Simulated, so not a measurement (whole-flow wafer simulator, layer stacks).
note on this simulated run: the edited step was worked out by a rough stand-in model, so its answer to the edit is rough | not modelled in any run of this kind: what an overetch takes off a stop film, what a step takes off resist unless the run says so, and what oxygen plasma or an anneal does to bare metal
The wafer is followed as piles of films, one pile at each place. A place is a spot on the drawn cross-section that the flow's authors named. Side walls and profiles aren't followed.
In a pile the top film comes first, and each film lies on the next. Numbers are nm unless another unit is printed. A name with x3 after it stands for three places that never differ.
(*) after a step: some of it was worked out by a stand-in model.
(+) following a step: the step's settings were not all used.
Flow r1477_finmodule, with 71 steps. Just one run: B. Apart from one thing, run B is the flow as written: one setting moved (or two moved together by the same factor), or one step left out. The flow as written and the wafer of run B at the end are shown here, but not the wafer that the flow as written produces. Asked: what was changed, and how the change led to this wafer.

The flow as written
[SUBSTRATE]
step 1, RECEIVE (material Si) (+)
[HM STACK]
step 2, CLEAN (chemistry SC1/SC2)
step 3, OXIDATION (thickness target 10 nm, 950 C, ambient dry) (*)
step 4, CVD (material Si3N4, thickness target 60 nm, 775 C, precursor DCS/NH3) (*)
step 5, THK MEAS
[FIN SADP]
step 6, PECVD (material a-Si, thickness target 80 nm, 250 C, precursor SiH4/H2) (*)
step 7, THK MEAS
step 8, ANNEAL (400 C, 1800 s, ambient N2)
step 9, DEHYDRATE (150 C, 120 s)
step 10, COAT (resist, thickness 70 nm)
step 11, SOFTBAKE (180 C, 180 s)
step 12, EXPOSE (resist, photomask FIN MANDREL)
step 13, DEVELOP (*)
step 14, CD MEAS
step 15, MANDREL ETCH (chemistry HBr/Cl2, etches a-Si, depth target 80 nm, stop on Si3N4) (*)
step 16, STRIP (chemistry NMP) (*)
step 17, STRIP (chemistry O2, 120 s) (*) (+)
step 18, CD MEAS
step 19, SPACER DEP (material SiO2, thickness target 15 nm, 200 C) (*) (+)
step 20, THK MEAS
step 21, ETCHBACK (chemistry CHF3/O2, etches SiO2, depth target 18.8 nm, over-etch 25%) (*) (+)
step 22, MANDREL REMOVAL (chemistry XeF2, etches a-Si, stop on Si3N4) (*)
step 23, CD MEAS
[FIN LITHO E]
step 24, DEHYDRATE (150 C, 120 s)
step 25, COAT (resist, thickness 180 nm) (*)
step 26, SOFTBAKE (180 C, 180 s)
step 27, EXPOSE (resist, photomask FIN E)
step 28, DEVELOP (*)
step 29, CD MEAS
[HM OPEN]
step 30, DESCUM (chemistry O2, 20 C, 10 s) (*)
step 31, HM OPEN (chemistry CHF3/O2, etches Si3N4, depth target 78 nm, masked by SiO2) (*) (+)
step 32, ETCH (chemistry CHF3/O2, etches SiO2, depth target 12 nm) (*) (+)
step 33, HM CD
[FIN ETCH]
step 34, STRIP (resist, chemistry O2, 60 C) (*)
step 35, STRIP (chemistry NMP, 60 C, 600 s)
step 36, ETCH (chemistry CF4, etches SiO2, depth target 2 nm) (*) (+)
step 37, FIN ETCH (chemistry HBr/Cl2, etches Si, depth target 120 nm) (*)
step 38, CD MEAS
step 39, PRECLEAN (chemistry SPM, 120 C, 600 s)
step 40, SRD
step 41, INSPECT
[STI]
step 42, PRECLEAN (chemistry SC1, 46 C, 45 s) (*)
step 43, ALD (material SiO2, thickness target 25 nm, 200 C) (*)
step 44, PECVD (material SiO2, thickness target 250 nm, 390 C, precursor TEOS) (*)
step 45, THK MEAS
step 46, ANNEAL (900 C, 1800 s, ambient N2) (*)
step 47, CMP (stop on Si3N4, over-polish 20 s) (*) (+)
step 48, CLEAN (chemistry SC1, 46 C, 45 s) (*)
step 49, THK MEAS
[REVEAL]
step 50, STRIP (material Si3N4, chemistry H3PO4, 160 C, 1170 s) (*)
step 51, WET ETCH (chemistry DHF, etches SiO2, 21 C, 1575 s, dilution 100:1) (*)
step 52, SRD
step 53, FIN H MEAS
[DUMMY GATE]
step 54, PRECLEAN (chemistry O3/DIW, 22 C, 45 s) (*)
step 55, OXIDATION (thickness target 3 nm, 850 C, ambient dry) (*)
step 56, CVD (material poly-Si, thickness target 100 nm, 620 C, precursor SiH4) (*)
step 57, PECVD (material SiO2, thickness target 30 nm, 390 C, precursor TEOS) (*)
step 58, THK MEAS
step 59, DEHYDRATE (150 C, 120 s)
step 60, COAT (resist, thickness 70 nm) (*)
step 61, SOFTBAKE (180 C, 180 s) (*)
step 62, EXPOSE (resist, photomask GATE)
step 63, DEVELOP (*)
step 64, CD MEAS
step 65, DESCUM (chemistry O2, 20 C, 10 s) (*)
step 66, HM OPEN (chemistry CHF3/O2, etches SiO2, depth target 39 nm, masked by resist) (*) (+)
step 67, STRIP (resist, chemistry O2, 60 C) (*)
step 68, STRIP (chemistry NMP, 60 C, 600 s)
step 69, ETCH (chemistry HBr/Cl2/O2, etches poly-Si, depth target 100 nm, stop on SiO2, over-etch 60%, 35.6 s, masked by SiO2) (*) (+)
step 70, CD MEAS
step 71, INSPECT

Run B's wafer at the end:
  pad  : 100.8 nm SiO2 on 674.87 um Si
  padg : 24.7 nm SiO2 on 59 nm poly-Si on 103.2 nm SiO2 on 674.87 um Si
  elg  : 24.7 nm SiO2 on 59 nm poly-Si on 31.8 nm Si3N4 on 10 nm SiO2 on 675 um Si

Cause: step 56, CVD: thickness target 59 nm was run, though the flow has thickness target 100 nm.
The wafer itself shows it: padg has poly-Si 59, and step 56 as written asks for 100 nm.

How this came from the change, step by step:
  step 56, CVD (material poly-Si, thickness target 100 nm, 620 C, precursor SiH4) (*)
      pad, padg, elg and 26 more: poly-Si gains 59 (new film) (in the flow as written it would be: poly-Si gains 100 (new film))
      s40cg, s40co: poly-Si gains 71.4 (new film) (in the flow as written it would be: poly-Si gains 113.9 (new film))
      (as well as at 5 more places)
  step 60, COAT (resist, thickness 70 nm) (*)
      s45cg, s45co: resist gains 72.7 (new film) (in the flow as written it would be: resist gains 71 (new film))
      s50cg, s50co: resist gains 73.6 (new film) (in the flow as written it would be: resist gains 71.5 (new film))
  step 63, DEVELOP (*)
      s45co: resist loses 72.7 (all of it) (in the flow as written it would be: resist loses 71 (all of it))
      s50co: resist loses 73.6 (all of it) (in the flow as written it would be: resist loses 71.5 (all of it))
  step 67, STRIP (resist, chemistry O2, 60 C) (*)
      s40cg: resist loses 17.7 (all of it) (in the flow as written it would be: resist loses 16.5 (all of it))
      s45cg: resist loses 18.6 (all of it) (in the flow as written it would be: resist loses 16.9 (all of it))
      (as well as at 1 more place)
  step 69, ETCH (chemistry HBr/Cl2/O2, etches poly-Si, depth target 100 nm, stop on SiO2, over-etch 60%, 35.6 s, masked by SiO2) (*) (+)
      pad, eso, e40so and 8 more: chemical SiO2 loses 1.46 (all of it), poly-Si loses 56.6 (all of it), SiO2 loses 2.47 (in the flow as written it would be: chemical SiO2 loses 1.46 (all of it), poly-Si loses 97.6 (all of it), SiO2 loses 0.42)
      elo, e40lo, e100lo, e200lo: chemical SiO2 loses 1.46 (all of it), poly-Si loses 56.6 (all of it), Si3N4 loses 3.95 (in the flow as written it would be: chemical SiO2 loses 1.46 (all of it), poly-Si loses 97.6 (all of it), Si3N4 loses 0.22)
      (as well as at 3 more places)
